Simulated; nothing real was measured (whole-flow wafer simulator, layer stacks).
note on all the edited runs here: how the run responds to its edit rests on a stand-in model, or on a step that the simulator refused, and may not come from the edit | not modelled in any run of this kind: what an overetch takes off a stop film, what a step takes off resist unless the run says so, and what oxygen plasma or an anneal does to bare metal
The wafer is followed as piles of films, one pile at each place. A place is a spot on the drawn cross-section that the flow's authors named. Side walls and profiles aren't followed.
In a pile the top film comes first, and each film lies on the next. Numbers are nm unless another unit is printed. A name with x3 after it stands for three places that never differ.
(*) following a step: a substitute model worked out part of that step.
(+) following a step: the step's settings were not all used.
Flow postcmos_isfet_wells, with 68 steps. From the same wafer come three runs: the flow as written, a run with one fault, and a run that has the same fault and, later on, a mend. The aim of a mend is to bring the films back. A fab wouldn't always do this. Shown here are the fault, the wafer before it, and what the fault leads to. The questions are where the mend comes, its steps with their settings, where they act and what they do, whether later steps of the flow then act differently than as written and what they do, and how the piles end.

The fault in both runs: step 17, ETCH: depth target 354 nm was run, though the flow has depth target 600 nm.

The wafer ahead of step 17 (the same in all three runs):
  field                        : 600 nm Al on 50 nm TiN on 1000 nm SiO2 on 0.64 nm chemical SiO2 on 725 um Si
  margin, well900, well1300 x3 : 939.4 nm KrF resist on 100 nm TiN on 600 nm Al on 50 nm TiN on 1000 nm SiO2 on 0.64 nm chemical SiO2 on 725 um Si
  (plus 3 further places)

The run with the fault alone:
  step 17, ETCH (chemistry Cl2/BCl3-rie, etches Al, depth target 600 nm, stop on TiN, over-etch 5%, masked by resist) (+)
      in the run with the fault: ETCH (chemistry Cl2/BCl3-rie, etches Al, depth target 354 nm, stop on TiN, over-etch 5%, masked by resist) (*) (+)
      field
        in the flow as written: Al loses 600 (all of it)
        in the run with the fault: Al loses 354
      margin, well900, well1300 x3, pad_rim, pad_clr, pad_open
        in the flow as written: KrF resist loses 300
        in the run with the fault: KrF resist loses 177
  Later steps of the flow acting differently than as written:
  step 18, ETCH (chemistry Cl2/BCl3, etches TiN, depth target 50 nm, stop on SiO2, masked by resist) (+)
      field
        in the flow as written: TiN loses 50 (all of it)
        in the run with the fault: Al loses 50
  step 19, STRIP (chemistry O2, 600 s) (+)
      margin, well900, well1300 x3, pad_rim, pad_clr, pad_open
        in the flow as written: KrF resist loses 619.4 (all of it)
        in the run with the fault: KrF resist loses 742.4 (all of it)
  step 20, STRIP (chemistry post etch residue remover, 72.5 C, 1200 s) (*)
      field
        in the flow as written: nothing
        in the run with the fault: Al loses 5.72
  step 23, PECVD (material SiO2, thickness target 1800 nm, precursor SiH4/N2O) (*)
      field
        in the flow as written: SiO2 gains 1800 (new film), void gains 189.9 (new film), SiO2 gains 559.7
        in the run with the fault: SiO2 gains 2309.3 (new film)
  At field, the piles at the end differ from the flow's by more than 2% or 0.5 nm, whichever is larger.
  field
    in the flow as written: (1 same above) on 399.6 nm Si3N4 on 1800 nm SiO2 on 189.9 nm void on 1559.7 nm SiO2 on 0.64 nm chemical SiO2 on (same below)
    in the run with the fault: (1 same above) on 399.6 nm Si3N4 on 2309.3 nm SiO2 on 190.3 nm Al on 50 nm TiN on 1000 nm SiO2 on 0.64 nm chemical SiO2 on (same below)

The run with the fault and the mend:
  After step 17 comes the mend.
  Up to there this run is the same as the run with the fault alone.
  step 17a, ETCH (chemistry Cl2/BCl3-rie, etches Al, depth target 246 nm, stop on TiN, over-etch 5%, masked by resist) (the flow's step 17, run once more with other settings)
      margin, well900, well1300 x3, pad_rim, pad_clr, pad_open
        KrF resist loses 123
      field
        Al loses 246 (all of it)
  None of the later steps of the flow acts differently than as written at any place that is followed.
  The piles end the same as the flow's at every place that both follow.
